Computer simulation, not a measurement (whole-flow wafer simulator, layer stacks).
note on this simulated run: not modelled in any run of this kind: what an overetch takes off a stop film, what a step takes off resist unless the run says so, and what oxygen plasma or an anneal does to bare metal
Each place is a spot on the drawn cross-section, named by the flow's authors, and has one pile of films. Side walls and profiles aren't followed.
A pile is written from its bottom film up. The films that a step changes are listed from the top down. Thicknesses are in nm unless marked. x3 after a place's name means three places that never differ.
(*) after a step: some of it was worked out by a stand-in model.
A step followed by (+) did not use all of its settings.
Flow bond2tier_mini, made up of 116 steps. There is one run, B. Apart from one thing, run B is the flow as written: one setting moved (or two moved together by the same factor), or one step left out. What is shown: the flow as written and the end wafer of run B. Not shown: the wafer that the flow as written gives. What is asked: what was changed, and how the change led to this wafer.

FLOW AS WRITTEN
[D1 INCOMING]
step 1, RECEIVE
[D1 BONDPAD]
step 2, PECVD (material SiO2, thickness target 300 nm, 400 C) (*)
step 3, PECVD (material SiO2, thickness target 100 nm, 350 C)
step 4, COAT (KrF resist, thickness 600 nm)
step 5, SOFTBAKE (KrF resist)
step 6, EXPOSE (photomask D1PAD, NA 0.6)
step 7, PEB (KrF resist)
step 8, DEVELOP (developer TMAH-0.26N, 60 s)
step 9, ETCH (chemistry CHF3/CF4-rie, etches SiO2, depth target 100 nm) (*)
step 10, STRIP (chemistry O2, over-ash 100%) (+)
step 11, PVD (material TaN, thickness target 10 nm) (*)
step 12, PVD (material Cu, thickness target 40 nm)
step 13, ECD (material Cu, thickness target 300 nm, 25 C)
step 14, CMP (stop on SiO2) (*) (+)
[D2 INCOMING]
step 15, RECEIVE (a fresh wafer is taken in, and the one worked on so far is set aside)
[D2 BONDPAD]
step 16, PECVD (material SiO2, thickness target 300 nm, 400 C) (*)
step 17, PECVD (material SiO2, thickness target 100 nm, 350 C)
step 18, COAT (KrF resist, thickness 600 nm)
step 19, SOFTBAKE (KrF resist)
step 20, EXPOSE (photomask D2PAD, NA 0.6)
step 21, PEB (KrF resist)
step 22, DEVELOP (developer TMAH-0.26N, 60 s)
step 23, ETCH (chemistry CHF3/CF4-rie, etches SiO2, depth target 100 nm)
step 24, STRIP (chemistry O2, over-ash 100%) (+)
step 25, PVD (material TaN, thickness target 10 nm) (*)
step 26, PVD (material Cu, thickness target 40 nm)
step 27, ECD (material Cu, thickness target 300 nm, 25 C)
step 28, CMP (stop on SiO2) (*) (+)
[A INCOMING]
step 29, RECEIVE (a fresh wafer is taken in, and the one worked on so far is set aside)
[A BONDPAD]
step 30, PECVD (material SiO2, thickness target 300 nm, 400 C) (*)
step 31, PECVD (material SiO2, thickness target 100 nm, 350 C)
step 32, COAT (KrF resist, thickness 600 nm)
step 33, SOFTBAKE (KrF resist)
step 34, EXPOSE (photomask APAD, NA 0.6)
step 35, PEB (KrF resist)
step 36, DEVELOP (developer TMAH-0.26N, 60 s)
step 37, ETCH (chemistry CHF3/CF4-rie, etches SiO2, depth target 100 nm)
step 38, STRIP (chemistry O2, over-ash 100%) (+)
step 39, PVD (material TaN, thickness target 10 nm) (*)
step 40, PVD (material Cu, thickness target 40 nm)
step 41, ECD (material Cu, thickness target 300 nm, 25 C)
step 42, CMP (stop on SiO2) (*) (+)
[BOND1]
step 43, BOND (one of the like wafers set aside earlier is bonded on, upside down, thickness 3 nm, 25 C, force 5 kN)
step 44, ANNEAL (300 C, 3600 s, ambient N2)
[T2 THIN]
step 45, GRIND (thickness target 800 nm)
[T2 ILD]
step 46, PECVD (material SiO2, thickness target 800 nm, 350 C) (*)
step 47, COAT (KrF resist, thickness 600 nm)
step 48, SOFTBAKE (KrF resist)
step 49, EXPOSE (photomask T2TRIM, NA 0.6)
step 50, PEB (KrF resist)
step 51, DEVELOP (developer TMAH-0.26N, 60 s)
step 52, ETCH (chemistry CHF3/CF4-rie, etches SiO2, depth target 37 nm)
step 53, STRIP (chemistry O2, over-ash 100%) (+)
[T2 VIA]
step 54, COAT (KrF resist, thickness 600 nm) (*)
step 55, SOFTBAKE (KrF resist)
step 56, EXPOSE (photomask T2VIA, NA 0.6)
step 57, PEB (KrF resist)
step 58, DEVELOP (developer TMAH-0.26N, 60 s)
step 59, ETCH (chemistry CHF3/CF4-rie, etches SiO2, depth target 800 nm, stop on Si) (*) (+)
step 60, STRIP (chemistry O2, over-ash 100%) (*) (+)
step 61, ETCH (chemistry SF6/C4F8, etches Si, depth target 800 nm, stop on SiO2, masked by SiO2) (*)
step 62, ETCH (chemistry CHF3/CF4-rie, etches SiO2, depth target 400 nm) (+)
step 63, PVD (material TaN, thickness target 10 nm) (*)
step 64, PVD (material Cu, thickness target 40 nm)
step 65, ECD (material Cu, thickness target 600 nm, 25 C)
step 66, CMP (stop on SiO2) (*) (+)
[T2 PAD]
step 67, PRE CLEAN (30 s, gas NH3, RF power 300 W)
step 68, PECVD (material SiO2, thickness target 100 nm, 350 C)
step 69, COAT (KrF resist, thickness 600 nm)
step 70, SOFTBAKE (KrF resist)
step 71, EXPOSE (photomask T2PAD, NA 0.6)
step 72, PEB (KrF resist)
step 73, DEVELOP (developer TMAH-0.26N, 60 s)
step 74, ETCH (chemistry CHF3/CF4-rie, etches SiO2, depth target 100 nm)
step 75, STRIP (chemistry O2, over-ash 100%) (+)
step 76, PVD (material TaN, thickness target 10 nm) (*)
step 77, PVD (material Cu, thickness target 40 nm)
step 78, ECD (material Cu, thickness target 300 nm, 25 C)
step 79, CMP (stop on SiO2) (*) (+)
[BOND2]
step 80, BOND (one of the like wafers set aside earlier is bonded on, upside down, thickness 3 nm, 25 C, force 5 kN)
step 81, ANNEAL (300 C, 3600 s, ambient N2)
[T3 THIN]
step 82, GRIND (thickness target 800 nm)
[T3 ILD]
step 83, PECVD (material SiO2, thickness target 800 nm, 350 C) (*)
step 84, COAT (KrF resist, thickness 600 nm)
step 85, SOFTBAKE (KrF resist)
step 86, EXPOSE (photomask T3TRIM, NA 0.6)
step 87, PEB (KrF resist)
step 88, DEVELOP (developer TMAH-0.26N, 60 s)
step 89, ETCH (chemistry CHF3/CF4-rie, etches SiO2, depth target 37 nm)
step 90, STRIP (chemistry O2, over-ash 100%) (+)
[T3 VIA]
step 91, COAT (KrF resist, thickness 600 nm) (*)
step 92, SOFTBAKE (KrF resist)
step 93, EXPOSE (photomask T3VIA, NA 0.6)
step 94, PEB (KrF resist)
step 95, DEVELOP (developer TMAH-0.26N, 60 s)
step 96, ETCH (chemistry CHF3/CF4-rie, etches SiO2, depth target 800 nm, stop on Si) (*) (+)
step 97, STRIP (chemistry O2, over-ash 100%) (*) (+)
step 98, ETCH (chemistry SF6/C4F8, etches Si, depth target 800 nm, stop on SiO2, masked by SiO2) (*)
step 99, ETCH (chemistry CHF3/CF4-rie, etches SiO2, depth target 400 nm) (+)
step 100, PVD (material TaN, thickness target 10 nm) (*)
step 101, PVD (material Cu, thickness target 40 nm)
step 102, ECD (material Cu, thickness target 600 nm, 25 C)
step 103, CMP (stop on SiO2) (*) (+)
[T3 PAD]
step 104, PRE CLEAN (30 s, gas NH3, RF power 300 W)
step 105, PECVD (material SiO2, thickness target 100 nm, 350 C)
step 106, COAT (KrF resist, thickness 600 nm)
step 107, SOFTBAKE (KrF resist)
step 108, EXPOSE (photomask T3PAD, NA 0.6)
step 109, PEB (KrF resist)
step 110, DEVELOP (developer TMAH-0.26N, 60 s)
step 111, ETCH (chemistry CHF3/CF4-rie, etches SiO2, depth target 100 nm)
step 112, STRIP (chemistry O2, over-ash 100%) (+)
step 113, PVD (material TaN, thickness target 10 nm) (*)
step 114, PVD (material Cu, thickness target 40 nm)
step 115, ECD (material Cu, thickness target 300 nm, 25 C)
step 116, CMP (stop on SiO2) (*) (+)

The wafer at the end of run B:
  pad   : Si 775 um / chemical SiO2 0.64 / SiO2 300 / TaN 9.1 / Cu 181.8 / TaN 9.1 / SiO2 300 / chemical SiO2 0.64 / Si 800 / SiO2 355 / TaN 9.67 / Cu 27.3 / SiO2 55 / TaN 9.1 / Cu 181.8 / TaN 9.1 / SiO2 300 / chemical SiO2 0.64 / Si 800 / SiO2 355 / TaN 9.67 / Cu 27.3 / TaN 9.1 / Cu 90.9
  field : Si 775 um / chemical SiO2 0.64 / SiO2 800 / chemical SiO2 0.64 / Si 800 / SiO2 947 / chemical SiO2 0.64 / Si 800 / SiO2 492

What caused this: step 68, PECVD: thickness target 155 nm was run, though the flow has thickness target 100 nm.

The path from the change to this, step by step:
  step 68, PECVD (material SiO2, thickness target 100 nm, 350 C)
      field: +155 SiO2 (as written it would have been: +100 SiO2)
      pad: +155 SiO2 (new film) (as written it would have been: +100 SiO2 (new film))
  step 74, ETCH (chemistry CHF3/CF4-rie, etches SiO2, depth target 100 nm)
      pad: -100 SiO2 (as written it would have been: -100 SiO2 (all of it))
With metal films that touch counted as one body, pad has 4 bodies (between them, from the top down: SiO2 355 / Si 800 / chemical SiO2 0.64 / SiO2 300; SiO2 55; SiO2 355 / Si 800 / chemical SiO2 0.64 / SiO2 300); the flow as written gives 3 bodies (between them, from the top down: SiO2 355 / Si 800 / chemical SiO2 0.64 / SiO2 300; SiO2 355 / Si 800 / chemical SiO2 0.64 / SiO2 300).
